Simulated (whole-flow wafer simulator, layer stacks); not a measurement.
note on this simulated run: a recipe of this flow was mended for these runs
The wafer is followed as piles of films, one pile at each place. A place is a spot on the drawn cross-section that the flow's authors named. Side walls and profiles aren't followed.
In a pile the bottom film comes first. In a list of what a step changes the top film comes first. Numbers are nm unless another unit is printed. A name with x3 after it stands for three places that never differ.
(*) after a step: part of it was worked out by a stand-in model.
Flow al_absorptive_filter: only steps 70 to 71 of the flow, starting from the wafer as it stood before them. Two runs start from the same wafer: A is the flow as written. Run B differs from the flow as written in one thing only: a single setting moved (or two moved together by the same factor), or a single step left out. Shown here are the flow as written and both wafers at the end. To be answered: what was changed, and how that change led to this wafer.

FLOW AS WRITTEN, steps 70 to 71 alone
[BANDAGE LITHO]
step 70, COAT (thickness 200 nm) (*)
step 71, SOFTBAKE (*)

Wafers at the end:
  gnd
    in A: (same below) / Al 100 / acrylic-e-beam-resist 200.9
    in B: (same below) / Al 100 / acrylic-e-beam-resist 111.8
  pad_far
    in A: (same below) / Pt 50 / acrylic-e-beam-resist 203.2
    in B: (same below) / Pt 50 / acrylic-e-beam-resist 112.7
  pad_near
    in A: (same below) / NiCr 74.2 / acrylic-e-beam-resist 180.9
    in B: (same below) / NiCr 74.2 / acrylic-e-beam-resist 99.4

The reason: step 70, COAT: thickness 111 nm was run, whereas the flow has thickness 200 nm.

How this came from the change, step by step:
  step 70, COAT (thickness 200 nm) (*)
      xa_field, xl_land, idc_field: A acrylic-e-beam-resist gains 200 (new film) | B acrylic-e-beam-resist gains 111 (new film)
      gnd: A acrylic-e-beam-resist gains 200.9 (new film) | B acrylic-e-beam-resist gains 111.8 (new film)
      (as well as at 10 more places)
